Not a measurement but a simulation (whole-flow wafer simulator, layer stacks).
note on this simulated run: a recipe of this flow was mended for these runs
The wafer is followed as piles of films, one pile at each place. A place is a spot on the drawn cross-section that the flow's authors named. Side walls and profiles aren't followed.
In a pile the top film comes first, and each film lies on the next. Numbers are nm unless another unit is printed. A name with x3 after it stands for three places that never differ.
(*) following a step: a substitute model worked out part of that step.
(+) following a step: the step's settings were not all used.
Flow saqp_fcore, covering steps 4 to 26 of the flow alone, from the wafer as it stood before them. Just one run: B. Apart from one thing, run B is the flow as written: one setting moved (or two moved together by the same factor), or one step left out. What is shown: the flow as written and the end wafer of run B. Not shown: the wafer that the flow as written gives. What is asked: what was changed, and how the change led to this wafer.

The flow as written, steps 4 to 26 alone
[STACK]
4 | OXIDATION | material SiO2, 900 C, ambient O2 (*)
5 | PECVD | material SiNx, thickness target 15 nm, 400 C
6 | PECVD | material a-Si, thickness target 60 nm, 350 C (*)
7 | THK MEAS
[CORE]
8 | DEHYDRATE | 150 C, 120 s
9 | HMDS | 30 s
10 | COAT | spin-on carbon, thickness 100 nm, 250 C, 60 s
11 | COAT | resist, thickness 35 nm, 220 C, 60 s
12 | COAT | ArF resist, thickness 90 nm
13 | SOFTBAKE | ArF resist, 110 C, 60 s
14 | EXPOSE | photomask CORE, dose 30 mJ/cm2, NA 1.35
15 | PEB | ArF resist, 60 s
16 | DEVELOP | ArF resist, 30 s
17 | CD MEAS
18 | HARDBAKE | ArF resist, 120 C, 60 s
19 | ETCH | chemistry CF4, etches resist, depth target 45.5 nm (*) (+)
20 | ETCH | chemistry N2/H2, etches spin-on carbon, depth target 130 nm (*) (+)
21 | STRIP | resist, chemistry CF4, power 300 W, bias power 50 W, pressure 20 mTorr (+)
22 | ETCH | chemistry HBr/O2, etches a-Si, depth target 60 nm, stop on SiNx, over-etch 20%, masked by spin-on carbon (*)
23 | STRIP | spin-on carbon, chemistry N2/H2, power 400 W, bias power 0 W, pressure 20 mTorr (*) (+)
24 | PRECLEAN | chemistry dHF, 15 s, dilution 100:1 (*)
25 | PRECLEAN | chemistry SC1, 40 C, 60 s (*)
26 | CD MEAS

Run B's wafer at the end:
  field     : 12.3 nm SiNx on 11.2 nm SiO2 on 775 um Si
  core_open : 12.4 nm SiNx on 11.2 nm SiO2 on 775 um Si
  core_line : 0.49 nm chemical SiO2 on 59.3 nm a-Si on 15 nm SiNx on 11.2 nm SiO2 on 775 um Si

What caused this: step 4, OXIDATION: 912 C was run, while the flow as written has 900 C.

The path from the change to this, step by step:
  4 | OXIDATION | material SiO2, 900 C, ambient O2 (*)
      field, core_open, core_line: SiO2 gains 11.2 (new film), chemical SiO2 loses 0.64 (all of it), Si loses 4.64 (in the flow as written it would be: SiO2 gains 10 (new film), chemical SiO2 loses 0.64 (all of it), Si loses 4.12)
